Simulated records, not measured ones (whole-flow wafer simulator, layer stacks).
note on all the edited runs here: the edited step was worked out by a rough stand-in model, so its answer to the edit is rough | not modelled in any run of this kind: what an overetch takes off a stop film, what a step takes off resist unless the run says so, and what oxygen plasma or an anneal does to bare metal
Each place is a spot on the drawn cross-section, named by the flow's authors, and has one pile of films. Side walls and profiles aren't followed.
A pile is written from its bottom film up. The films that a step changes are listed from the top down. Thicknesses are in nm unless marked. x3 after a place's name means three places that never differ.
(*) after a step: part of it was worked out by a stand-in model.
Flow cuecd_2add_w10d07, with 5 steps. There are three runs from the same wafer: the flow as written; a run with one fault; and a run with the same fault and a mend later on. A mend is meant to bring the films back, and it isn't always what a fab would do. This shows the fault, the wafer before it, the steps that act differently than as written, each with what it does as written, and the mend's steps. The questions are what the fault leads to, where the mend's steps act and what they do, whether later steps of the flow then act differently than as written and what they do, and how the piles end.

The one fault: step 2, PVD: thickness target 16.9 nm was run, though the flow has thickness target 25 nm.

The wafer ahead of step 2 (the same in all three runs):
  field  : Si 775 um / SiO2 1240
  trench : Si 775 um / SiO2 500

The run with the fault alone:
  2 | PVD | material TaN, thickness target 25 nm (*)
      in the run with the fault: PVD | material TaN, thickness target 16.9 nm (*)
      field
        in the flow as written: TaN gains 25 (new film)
        in the run with the fault: TaN gains 16.9 (new film)
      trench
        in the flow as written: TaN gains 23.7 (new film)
        in the run with the fault: TaN gains 16 (new film)
  Later steps of the flow that are run all act as written at every place that is followed.
  By the end, the piles at field, trench depart from the flow's by more than 2% or 0.5 nm, whichever is larger.
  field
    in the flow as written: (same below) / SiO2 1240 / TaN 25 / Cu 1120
    in the run with the fault: (same below) / SiO2 1240 / TaN 16.9 / Cu 1120
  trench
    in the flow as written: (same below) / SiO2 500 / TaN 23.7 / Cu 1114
    in the run with the fault: (same below) / SiO2 500 / TaN 16 / Cu 1114

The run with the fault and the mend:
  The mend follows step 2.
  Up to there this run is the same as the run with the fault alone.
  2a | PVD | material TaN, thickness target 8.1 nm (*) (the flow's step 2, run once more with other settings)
      field
        TaN gains 8.1
      trench
        TaN gains 7.66
  Later steps of the flow that are run all act as written at every place that is followed.
  At every place that both follow, the piles at the end match the flow's.
